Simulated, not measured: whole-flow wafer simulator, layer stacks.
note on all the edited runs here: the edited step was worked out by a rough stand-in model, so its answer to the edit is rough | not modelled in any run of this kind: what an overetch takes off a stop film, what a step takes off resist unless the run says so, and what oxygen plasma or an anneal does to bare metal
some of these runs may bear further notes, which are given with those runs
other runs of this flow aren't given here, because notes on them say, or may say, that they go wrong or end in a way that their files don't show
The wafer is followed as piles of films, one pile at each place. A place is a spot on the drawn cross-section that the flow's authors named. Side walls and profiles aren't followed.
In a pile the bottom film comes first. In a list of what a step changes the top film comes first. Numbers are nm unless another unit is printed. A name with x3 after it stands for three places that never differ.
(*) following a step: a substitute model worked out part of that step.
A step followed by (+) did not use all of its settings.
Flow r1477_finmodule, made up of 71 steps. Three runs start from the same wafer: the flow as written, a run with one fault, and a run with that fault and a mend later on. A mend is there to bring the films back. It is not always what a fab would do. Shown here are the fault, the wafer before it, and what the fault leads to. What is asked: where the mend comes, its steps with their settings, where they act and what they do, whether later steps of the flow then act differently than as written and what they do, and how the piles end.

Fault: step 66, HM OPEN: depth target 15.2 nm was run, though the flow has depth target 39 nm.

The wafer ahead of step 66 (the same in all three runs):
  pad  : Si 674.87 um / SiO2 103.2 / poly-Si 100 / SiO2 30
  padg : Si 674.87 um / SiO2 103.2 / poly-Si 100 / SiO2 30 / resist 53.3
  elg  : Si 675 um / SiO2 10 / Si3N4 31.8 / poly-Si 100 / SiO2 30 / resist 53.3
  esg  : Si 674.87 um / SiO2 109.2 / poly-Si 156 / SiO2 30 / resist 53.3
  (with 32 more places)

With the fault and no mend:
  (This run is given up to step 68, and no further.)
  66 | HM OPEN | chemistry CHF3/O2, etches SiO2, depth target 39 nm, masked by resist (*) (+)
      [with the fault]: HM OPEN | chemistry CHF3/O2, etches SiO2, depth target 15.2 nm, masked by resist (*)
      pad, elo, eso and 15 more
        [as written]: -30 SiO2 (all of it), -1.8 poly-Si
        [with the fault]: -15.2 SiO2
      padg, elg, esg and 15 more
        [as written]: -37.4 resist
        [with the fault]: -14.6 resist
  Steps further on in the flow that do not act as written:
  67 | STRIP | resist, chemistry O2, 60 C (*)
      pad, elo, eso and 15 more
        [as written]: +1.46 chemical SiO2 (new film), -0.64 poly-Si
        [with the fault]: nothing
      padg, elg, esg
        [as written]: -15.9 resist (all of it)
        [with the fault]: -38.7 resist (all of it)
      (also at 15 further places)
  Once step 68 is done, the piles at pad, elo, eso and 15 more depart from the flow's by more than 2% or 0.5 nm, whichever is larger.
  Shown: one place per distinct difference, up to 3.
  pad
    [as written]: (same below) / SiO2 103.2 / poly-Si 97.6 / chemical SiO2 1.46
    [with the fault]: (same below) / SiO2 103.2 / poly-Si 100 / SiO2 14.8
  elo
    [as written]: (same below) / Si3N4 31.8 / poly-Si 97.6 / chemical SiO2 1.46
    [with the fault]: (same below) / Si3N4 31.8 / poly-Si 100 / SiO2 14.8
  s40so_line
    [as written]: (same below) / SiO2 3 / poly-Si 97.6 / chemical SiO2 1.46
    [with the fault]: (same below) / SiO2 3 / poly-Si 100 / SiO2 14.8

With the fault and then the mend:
  After step 67 comes the mend.
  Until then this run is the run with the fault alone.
  67a | DEHYDRATE | 150 C, 120 s (the flow's step 59 again)
      does not change any film at any place that is followed
  67b | COAT | resist, thickness 70 nm (*) (the flow's step 60 again)
      e40lg, e100lg, e200lg, elo, e40lo, e100lo, e200lo
        +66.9 resist (new film)
      s40sg, s45sg, s40so, s45so
        +91 resist (new film)
      s40sg_line, s45sg_line, s40so_line, s45so_line
        +68.5 resist (new film)
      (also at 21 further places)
  67c | SOFTBAKE | 180 C, 180 s (*) (the flow's step 61 again)
      does not change any film at any place that is followed
  67d | EXPOSE | resist, photomask GATE (the flow's step 62 again)
      does not change any film at any place that is followed
  67e | DEVELOP (*) (the flow's step 63 again)
      elo, e40lo, e100lo, e200lo
        -66.9 resist (all of it)
      eso, e40so
        -129.5 resist (all of it)
      s40so, s45so
        -91 resist (all of it)
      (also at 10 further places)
  67f | DESCUM | chemistry O2, 20 C, 10 s (*) (the flow's step 65 again)
      padg, elg, esg and 15 more
        -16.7 resist
  67g | HM OPEN | chemistry CHF3/O2, etches SiO2, depth target 23.8 nm, masked by resist (*) (+) (the flow's step 66 again, with other settings)
      pad, elo, eso and 15 more
        -14.8 SiO2 (all of it), -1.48 poly-Si
      padg, elg, esg and 15 more
        -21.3 resist
  67h | STRIP | resist, chemistry O2, 60 C (*) (the flow's step 67 again)
      pad, elo, eso and 15 more
        +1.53 chemical SiO2 (new film), -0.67 poly-Si
      e40lg, e100lg, e200lg
        -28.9 resist (all of it)
      elg, esg
        -32 resist (all of it)
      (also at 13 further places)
  Later steps of the flow that are run all act as written at every place that is followed, up to a difference of at most 2% or 0.5 nm, whichever is larger.
  At the end the piles are close to the flow's at the places that both follow, differing by at most 2% or 0.5 nm, whichever is larger.
